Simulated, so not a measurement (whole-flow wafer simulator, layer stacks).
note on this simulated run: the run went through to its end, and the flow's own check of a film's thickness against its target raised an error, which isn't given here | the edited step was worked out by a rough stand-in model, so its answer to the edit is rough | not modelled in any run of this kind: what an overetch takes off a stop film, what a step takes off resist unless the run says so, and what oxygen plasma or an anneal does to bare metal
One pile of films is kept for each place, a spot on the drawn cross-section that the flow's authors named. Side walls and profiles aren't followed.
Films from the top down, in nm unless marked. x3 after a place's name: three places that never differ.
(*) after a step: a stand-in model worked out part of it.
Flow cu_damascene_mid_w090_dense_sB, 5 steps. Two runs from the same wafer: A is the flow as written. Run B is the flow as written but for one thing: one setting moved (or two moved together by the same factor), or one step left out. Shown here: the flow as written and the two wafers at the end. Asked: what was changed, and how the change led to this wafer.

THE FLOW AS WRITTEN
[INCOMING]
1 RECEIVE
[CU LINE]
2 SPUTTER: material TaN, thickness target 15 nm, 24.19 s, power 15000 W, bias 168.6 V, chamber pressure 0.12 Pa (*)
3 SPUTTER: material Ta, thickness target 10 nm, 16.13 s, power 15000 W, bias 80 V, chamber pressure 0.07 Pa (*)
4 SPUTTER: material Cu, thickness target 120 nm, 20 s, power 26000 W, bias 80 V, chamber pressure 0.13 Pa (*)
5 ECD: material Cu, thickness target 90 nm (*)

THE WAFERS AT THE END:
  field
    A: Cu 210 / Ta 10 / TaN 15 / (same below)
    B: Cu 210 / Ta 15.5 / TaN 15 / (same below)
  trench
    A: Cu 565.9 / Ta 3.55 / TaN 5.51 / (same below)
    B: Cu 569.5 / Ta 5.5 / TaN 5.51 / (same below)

The cause: step 3, SPUTTER: thickness target 15.5 nm was run, where the flow has thickness target 10 nm; step 3, SPUTTER: 25 s was run, where the flow has 16.13 s.
It can be read off the wafer: field has Ta 15.5, and step 3 as written asks for 10 nm.

How the change led to this, step by step:
  3 SPUTTER: material Ta, thickness target 10 nm, 16.13 s, power 15000 W, bias 80 V, chamber pressure 0.07 Pa (*)
      field: A Ta +10 (new film) | B Ta +15.5 (new film)
      trench: A Ta +3.55 (new film) | B Ta +5.5 (new film)
  4 SPUTTER: material Cu, thickness target 120 nm, 20 s, power 26000 W, bias 80 V, chamber pressure 0.13 Pa (*)
      trench: A Cu +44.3 (new film) | B Cu +43.4 (new film)
